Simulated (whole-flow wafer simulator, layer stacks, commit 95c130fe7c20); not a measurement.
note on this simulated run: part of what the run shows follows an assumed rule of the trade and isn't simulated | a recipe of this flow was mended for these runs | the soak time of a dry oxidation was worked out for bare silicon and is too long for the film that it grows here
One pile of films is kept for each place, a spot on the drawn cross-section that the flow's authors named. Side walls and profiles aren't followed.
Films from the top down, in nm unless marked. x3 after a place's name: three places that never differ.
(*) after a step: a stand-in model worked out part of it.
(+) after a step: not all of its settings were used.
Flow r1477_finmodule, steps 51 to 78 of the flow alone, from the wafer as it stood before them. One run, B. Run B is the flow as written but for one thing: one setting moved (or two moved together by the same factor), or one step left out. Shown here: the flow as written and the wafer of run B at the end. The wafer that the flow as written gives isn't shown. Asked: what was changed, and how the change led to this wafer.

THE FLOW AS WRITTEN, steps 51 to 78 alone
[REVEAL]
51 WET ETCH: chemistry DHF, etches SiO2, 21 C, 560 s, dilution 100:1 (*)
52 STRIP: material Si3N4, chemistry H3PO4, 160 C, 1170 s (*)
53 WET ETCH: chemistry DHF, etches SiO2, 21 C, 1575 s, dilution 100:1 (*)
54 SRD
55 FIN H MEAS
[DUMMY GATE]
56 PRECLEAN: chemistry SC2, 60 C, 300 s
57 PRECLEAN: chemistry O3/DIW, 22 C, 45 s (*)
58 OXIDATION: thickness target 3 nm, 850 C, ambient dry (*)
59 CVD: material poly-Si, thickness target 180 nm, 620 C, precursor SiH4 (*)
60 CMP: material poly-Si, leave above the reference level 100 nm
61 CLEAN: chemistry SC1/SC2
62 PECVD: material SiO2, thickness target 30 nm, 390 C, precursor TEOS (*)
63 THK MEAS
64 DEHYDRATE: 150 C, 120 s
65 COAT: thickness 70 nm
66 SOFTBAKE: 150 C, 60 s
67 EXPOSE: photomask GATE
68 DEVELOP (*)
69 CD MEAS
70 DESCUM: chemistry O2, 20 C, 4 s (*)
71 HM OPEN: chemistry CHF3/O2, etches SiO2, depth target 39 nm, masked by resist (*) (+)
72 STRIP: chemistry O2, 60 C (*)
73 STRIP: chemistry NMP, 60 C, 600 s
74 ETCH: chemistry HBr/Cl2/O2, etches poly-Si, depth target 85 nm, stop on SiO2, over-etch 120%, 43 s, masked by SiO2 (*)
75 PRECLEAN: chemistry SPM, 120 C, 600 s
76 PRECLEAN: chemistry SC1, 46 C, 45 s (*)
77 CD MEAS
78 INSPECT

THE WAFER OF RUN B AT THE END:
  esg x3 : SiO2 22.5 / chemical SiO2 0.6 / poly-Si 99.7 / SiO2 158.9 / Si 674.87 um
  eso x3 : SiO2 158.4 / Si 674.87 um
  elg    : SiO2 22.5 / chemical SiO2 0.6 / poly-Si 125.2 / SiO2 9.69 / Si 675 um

The cause: step 53, WET ETCH: chemistry DHF, etches SiO2, 21 C, 1575 s, dilution 100:1 (*), was left out.

How the change led to this, step by step:
  57 PRECLEAN: chemistry O3/DIW, 22 C, 45 s (*)
      elg, e40lg x2, e200lg, s40sg_line x3, elo x3, e200lo, s40so_line x3: nothing (as written it would be: chemical SiO2 +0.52, Si -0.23)
  58 OXIDATION: thickness target 3 nm, 850 C, ambient dry (*)
      elg, e40lg x2, e200lg, elo x3, e200lo: SiO2 +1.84, Si -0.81 (as written it would be: SiO2 +3 (new film), chemical SiO2 -0.85 (all of it), Si -0.95)
      s40sg_line x3, s40so_line x3: SiO2 +1.79, Si -0.79 (as written it would be: SiO2 +3 (new film), chemical SiO2 -0.85 (all of it), Si -0.95)
  59 CVD: material poly-Si, thickness target 180 nm, 620 C, precursor SiH4 (*)
      esg x3, s40cg x3, s40sg x3, eso x3, s40co x3, s40so x3: poly-Si +180 (new film) (as written it would be: poly-Si +226.3 (new film))
      s40sg_line x3, s40so_line x3: poly-Si +204.9 (new film) (as written it would be: poly-Si +180 (new film))
      (and at 9 more places)
  60 CMP: material poly-Si, leave above the reference level 100 nm
      pad, padg: poly-Si -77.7 (as written it would be: poly-Si -24.8)
      e200lg, e200lo: poly-Si -72.9 (as written it would be: poly-Si -80)
      (and at 3 more places)
  74 ETCH: chemistry HBr/Cl2/O2, etches poly-Si, depth target 85 nm, stop on SiO2, over-etch 120%, 43 s, masked by SiO2 (*)
      eso x3, e200so, s40co x3, s40so x3: chemical SiO2 -1.12 (all of it), poly-Si -97.6 (all of it), SiO2 -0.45 (as written it would be: chemical SiO2 -1.12 (all of it), poly-Si -143.9 (all of it), SiO2 -0.22)
      elo x3, e200lo: chemical SiO2 -1.12 (all of it), poly-Si -123.1 (all of it), SiO2 -0.32 (as written it would be: chemical SiO2 -1.12 (all of it), poly-Si -97.6 (all of it), SiO2 -0.45)
      (and at 4 more places)
